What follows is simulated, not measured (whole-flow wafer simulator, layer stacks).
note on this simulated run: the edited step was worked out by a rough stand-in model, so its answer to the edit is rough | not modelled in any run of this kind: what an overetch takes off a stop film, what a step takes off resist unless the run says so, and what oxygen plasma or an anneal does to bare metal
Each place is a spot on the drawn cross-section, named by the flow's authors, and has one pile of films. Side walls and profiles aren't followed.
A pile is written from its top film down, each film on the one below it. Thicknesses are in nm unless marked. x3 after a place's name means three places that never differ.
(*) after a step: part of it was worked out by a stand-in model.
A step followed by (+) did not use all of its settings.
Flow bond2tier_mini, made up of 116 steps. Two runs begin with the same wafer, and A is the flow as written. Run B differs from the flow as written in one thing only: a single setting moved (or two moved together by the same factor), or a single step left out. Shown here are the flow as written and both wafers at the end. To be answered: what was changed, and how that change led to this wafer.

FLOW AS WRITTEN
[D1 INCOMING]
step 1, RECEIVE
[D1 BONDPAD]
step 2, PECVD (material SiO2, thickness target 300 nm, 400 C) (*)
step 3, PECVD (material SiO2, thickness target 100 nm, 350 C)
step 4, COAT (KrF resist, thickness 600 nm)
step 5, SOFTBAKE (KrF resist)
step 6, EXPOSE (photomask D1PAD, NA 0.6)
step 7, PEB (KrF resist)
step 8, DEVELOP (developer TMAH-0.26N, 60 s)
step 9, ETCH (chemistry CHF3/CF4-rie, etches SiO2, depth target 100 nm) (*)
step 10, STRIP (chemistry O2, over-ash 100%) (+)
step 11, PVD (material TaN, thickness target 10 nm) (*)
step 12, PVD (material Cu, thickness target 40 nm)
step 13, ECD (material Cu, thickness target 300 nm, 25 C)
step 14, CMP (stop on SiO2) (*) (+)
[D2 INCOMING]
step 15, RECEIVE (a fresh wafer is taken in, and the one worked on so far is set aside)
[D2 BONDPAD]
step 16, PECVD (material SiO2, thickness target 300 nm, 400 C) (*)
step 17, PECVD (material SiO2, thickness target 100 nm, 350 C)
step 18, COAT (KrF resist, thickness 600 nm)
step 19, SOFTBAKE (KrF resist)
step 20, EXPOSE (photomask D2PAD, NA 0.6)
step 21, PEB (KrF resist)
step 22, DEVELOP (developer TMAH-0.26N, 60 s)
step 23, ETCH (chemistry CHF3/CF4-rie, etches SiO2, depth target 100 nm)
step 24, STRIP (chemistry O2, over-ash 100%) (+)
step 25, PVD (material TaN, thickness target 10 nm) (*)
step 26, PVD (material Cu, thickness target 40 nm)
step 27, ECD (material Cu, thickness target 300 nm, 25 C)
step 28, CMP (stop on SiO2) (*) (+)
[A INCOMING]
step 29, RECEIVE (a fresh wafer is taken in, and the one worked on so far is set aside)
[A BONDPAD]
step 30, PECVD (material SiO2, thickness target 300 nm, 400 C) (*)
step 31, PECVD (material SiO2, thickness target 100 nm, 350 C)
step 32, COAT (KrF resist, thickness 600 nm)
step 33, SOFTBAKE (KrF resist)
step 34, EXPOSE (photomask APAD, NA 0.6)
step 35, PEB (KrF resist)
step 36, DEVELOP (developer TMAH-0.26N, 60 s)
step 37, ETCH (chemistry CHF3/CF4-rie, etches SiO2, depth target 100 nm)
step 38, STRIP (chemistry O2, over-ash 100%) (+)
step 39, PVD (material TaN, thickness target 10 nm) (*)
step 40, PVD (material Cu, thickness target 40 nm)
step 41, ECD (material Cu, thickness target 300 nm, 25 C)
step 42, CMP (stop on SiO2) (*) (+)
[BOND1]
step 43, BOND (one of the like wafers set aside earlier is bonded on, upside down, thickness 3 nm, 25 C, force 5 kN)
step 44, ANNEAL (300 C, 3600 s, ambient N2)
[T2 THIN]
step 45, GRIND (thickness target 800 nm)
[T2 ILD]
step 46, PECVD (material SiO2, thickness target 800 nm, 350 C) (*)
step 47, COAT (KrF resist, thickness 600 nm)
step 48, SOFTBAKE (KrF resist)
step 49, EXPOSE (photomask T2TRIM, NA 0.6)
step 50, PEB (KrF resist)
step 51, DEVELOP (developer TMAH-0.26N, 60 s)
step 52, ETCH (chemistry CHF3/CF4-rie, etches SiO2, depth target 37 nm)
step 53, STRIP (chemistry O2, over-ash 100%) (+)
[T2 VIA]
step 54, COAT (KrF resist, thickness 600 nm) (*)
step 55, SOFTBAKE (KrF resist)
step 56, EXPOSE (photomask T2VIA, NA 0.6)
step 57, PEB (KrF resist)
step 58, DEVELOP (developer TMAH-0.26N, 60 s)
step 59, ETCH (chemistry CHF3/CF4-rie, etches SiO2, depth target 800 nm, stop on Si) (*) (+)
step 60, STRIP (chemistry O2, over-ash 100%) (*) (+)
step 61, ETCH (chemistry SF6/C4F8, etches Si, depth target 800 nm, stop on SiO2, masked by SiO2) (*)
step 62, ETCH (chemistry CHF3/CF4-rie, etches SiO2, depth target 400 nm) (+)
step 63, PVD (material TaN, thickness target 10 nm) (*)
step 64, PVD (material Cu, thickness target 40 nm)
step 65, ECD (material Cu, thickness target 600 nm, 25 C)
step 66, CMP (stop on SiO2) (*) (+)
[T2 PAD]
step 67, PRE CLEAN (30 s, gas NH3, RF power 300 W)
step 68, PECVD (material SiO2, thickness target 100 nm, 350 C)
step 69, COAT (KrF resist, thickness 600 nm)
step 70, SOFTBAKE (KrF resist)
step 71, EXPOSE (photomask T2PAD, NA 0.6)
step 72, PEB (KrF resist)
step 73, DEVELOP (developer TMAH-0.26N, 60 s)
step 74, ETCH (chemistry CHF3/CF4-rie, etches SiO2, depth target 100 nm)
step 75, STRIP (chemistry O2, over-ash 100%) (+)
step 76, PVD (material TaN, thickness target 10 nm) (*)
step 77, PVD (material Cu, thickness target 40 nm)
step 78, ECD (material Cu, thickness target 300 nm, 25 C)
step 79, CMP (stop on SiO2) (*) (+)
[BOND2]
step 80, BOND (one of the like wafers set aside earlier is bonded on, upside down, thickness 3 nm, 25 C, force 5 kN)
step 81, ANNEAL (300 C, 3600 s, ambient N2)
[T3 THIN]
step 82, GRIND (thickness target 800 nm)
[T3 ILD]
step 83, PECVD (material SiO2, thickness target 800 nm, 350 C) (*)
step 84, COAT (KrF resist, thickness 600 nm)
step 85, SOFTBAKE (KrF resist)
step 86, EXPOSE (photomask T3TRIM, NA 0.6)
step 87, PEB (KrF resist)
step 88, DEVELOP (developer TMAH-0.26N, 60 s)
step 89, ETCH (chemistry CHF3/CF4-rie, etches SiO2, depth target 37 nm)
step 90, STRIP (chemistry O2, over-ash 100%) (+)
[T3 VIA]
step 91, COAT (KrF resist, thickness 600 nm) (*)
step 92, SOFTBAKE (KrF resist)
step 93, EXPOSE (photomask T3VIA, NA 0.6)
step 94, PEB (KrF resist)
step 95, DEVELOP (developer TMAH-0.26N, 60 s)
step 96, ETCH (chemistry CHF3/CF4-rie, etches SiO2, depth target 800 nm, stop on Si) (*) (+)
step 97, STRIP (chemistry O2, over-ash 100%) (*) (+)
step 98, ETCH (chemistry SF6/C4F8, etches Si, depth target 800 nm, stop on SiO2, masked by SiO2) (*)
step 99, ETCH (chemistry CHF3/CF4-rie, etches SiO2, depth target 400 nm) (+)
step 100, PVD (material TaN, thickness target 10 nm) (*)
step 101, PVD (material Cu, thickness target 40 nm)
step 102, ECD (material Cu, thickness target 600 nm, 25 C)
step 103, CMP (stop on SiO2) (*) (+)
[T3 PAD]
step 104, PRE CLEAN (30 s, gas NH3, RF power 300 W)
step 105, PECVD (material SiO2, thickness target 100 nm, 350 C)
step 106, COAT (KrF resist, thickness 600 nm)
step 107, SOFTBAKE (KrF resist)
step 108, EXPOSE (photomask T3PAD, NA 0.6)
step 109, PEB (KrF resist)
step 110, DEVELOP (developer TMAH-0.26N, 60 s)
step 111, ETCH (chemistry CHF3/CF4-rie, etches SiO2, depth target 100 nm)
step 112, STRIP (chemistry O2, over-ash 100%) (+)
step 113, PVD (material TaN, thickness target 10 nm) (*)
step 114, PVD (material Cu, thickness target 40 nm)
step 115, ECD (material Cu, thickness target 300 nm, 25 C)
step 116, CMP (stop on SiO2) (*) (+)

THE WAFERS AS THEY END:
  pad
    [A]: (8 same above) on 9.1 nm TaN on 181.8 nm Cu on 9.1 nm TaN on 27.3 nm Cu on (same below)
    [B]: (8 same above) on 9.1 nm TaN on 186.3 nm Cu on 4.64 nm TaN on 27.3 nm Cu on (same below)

What caused this: step 76, PVD: thickness target 5.1 nm was run, while the flow as written has thickness target 10 nm.

Step by step, how the change led to this:
  step 76, PVD (material TaN, thickness target 10 nm) (*)
      field: A TaN gains 10 (new film) | B TaN gains 5.1 (new film)
      pad: A TaN gains 9.1 (new film) | B TaN gains 4.64 (new film)
  step 79, CMP (stop on SiO2) (*) (+)
      field: A Cu loses 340 (all of it), TaN loses 10 (all of it) | B Cu loses 340 (all of it), TaN loses 5.1 (all of it)
